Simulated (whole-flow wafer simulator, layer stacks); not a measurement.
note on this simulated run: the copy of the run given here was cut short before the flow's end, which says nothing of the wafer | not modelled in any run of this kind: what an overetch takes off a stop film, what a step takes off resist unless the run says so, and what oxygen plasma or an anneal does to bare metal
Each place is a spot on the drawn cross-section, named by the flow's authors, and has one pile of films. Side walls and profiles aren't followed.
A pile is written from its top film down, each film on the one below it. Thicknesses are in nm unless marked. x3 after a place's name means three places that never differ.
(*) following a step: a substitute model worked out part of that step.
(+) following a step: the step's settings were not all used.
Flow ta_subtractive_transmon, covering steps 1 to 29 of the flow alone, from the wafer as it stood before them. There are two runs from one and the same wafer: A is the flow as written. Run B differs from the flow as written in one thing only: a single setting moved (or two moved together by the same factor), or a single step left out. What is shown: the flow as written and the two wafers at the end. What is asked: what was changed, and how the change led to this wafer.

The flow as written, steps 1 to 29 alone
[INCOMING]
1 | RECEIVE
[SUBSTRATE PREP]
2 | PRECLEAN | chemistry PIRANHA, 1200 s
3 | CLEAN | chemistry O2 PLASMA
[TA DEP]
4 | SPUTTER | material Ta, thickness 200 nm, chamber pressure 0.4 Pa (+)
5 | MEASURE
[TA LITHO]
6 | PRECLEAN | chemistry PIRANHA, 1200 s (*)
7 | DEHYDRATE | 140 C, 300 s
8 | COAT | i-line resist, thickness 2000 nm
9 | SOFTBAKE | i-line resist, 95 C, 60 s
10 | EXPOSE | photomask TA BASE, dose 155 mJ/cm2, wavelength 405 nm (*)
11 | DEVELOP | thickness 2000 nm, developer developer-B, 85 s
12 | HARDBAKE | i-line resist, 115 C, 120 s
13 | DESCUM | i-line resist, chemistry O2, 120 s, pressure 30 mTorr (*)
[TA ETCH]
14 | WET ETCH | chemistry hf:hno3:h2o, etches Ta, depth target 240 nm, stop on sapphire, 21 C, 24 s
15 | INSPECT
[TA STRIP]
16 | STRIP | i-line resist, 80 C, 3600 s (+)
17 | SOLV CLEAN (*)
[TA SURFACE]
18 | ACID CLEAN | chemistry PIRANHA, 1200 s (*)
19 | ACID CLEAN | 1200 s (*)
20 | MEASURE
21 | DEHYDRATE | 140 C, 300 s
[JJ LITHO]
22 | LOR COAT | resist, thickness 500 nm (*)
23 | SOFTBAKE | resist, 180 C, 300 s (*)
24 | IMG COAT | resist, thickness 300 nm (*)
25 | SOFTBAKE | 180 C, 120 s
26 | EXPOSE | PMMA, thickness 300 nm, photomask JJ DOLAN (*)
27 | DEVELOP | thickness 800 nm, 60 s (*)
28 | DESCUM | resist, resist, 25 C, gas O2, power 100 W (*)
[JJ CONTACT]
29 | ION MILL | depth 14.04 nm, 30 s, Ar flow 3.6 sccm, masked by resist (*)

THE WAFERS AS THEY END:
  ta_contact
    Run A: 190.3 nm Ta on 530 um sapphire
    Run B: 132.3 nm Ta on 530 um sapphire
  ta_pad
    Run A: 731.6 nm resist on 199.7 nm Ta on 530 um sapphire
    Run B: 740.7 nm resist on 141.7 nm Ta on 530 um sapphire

Cause: step 4, SPUTTER: thickness 142 nm was run, though the flow has thickness 200 nm.

Step by step, how the change led to this:
  4 | SPUTTER | material Ta, thickness 200 nm, chamber pressure 0.4 Pa (+)
      field x2, jj_line, lead, ta_contact, ta_pad: A +200 Ta (new film) | B +142 Ta (new film)
  14 | WET ETCH | chemistry hf:hno3:h2o, etches Ta, depth target 240 nm, stop on sapphire, 21 C, 24 s
      field x2, jj_line, lead: A -200 Ta (all of it) | B -142 Ta (all of it)
  22 | LOR COAT | resist, thickness 500 nm (*)
      lead: A +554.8 resist (new film) | B +539.7 resist (new film)
      ta_contact: A +443.8 resist (new film) | B +459 resist (new film)
  27 | DEVELOP | thickness 800 nm, 60 s (*)
      lead: A -867.4 resist (all of it) | B -848.6 resist (all of it)
      ta_contact: A -731.2 resist (all of it) | B -750.2 resist (all of it)
